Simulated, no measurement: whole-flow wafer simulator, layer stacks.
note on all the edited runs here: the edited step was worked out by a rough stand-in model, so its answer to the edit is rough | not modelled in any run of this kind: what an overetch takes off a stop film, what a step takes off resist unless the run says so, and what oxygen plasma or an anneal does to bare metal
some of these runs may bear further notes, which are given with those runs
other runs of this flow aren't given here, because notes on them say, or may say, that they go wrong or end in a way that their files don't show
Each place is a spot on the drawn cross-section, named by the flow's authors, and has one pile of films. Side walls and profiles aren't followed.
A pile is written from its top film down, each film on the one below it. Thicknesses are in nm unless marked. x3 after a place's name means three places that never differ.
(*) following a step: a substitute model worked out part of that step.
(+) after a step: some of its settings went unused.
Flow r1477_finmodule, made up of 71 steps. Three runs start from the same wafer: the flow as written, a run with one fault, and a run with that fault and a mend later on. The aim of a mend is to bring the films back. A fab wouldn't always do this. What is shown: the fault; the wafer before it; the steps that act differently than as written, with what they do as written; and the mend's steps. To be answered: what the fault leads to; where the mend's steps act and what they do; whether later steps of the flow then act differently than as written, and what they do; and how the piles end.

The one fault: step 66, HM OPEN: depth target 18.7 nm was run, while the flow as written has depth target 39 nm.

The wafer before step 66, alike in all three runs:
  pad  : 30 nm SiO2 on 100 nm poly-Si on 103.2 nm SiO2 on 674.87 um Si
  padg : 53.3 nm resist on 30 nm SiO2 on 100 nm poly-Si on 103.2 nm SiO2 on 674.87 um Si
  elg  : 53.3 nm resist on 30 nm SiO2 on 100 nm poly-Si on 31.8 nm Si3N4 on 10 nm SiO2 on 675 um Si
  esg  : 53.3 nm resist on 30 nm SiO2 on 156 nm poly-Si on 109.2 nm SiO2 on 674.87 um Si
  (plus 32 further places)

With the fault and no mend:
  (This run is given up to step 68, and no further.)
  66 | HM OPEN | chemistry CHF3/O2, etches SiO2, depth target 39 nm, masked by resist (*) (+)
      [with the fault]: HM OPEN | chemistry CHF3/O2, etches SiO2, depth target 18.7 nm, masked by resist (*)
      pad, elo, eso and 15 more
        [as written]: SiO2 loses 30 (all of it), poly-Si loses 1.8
        [with the fault]: SiO2 loses 18.7
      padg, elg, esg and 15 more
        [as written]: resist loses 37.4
        [with the fault]: resist loses 17.9
  Steps later in the flow that act otherwise than as written:
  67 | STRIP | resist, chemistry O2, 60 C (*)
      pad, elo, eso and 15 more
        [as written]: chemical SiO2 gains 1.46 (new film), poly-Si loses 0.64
        [with the fault]: nothing
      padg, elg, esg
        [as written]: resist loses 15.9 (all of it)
        [with the fault]: resist loses 35.3 (all of it)
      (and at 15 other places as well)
  After step 68, at pad, elo, eso and 15 more, the piles differ from the flow's by more than 2% or 0.5 nm, whichever is larger.
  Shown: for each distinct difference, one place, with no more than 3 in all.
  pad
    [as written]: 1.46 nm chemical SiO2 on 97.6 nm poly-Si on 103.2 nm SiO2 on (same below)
    [with the fault]: 11.3 nm SiO2 on 100 nm poly-Si on 103.2 nm SiO2 on (same below)
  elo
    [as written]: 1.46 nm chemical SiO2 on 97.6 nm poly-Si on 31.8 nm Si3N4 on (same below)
    [with the fault]: 11.3 nm SiO2 on 100 nm poly-Si on 31.8 nm Si3N4 on (same below)
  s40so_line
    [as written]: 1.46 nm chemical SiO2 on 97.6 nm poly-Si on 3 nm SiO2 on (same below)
    [with the fault]: 11.3 nm SiO2 on 100 nm poly-Si on 3 nm SiO2 on (same below)

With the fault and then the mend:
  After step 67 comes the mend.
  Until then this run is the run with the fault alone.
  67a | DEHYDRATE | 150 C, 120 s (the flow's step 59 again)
      does not change any film at any place that is followed
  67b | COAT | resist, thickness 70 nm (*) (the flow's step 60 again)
      e40lg, e100lg, e200lg, elo, e40lo, e100lo, e200lo
        resist gains 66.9 (new film)
      s40sg, s45sg, s40so, s45so
        resist gains 91 (new film)
      s40sg_line, s45sg_line, s40so_line, s45so_line
        resist gains 68.5 (new film)
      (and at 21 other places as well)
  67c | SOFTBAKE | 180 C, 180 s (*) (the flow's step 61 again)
      does not change any film at any place that is followed
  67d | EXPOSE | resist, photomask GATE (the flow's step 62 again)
      does not change any film at any place that is followed
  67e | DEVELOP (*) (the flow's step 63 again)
      elo, e40lo, e100lo, e200lo
        resist loses 66.9 (all of it)
      eso, e40so
        resist loses 129.5 (all of it)
      s40so, s45so
        resist loses 91 (all of it)
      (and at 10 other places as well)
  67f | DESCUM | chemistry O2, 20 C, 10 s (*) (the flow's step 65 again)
      padg, elg, esg and 15 more
        resist loses 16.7
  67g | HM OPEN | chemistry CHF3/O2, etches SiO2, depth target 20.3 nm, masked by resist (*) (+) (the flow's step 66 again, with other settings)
      pad, elo, eso and 15 more
        SiO2 loses 11.3 (all of it), poly-Si loses 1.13
      padg, elg, esg and 15 more
        resist loses 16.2
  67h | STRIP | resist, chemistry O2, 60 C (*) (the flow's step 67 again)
      pad, elo, eso and 15 more
        chemical SiO2 gains 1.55 (new film), poly-Si loses 0.68
      e40lg, e100lg, e200lg
        resist loses 33.9 (all of it)
      elg, esg
        resist loses 37 (all of it)
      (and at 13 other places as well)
  Later steps of the flow that are run all act as written at every place that is followed, up to a difference of at most 2% or 0.5 nm, whichever is larger.
  When the end is reached, the piles differ only a little from the flow's at the places that both follow, at most by 2% or 0.5 nm, whichever is larger.
